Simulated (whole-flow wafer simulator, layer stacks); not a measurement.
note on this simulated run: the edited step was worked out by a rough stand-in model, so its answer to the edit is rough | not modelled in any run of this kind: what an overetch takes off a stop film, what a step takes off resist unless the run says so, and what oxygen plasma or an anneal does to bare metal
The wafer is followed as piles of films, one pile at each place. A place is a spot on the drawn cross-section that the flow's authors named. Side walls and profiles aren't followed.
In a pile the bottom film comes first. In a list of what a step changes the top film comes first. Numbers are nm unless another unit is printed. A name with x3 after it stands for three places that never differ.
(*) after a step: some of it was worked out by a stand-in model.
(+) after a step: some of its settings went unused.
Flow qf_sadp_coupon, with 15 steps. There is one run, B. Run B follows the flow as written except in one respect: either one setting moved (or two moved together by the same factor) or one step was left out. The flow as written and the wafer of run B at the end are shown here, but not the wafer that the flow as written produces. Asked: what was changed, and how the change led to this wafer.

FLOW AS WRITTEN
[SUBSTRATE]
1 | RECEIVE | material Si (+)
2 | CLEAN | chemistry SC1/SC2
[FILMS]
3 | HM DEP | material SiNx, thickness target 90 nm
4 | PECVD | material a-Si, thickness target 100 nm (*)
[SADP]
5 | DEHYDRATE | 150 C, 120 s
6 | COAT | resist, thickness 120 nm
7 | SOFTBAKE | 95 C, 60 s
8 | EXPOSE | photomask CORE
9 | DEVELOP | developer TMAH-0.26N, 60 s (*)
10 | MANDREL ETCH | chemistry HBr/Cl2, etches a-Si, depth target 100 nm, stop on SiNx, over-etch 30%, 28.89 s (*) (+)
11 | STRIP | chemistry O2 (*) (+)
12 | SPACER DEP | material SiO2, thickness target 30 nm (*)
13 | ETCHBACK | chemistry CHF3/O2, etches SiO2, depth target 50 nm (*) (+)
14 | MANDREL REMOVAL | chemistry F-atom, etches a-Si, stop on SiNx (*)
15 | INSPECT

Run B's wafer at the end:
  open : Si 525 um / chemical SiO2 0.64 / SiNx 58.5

Cause: step 4, PECVD: thickness target 42.5 nm was run, while the flow as written has thickness target 100 nm.

Step by step, how the change led to this:
  4 | PECVD | material a-Si, thickness target 100 nm (*)
      m, open: +42.5 a-Si (new film) (it would be, as written: +100 a-Si (new film))
  10 | MANDREL ETCH | chemistry HBr/Cl2, etches a-Si, depth target 100 nm, stop on SiNx, over-etch 30%, 28.89 s (*) (+)
      open: -42.5 a-Si (all of it), -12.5 SiNx (it would be, as written: -100 a-Si (all of it), -4.29 SiNx)
  14 | MANDREL REMOVAL | chemistry F-atom, etches a-Si, stop on SiNx (*)
      m: -38.3 a-Si (all of it) (it would be, as written: -95.8 a-Si (all of it))
